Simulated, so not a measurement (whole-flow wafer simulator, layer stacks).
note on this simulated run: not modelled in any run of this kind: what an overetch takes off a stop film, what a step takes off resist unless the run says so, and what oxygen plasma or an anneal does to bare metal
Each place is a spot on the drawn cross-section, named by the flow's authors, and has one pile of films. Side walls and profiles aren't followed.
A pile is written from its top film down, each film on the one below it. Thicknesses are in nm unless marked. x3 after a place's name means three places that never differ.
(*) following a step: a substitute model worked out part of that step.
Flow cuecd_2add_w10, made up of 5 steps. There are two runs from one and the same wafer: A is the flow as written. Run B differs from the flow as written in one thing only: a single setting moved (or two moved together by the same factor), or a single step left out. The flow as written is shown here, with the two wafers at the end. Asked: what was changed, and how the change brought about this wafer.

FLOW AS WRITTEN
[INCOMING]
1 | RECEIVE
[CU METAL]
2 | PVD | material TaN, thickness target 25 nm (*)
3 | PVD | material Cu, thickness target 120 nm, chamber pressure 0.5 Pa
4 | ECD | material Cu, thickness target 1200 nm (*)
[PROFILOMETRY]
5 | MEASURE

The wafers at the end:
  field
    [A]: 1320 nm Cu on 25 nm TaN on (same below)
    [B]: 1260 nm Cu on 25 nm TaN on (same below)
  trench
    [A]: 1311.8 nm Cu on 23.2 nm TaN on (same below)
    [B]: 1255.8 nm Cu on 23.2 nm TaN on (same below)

Cause: step 3, PVD: thickness target 60 nm was run, while the flow as written has thickness target 120 nm.

Step by step, how the change led to this:
  3 | PVD | material Cu, thickness target 120 nm, chamber pressure 0.5 Pa
      field: A Cu gains 120 (new film) | B Cu gains 60 (new film)
      trench: A Cu gains 111.8 (new film) | B Cu gains 55.8 (new film)
